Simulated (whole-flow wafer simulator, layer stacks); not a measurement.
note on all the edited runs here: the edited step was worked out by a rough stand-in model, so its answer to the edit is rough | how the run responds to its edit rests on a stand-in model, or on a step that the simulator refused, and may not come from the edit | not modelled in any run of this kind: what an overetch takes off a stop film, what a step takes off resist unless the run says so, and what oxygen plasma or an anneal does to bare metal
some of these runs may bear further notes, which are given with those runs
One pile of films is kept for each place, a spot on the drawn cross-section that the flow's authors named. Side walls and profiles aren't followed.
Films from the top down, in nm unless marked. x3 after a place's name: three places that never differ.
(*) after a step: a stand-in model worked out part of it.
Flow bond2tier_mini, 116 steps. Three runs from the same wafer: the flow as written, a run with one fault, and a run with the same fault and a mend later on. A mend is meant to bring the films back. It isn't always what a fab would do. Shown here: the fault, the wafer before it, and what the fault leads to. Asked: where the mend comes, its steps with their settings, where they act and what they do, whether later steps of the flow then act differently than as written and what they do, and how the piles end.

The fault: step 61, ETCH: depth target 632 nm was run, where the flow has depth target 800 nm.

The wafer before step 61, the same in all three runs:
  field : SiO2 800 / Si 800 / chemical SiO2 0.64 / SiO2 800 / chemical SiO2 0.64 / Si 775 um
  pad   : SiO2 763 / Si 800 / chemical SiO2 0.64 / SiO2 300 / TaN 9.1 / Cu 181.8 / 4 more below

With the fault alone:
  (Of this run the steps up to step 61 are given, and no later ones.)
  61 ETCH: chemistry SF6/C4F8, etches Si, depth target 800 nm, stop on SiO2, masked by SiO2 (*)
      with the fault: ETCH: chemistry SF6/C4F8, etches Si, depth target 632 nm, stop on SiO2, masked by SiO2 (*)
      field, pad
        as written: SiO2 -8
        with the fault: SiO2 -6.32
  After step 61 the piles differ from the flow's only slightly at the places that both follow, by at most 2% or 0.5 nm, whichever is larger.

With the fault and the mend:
  The mend comes after step 61.
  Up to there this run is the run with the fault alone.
  61a ETCH: chemistry SF6/C4F8, etches Si, depth target 168 nm, stop on SiO2, masked by SiO2 (*) (the flow's step 61 once more, with other settings)
      field, pad
        SiO2 -1.68
  No later step of the flow acts differently than as written at any place that is followed.
  At the end the piles are the same as the flow's at every place that both follow.
